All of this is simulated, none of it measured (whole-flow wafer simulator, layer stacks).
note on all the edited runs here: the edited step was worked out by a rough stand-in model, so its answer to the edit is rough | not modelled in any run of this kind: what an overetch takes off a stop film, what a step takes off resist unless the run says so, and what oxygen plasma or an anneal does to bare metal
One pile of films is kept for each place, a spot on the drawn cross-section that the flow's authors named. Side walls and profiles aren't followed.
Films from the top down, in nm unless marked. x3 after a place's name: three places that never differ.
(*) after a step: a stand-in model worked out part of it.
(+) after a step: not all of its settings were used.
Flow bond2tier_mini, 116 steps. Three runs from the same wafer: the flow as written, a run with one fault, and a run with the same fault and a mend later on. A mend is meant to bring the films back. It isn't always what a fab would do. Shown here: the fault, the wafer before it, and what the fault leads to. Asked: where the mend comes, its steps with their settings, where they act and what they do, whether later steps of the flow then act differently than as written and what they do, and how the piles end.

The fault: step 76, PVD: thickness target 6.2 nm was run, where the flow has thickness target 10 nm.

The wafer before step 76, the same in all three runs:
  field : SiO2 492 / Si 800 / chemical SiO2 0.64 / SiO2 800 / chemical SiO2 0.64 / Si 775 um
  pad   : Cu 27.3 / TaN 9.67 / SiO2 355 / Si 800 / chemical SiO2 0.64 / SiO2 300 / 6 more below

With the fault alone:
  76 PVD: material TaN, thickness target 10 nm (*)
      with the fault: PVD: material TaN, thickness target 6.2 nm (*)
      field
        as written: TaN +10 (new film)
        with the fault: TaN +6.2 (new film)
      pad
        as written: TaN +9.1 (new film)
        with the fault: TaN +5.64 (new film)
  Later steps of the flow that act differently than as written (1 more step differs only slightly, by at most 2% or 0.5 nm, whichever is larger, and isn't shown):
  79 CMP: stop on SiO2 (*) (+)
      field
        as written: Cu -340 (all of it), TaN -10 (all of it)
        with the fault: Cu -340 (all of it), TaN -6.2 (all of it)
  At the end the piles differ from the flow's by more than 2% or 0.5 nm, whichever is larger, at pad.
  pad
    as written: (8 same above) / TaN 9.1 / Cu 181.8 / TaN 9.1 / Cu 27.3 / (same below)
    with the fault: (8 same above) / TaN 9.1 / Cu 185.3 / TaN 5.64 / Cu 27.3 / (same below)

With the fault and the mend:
  The mend comes after step 76.
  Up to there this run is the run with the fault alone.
  76a PVD: material TaN, thickness target 3.8 nm (*) (the flow's step 76 once more, with other settings)
      field
        TaN +3.8
      pad
        TaN +3.46
  No later step of the flow acts differently than as written at any place that is followed.
  At the end the piles are the same as the flow's at every place that both follow.
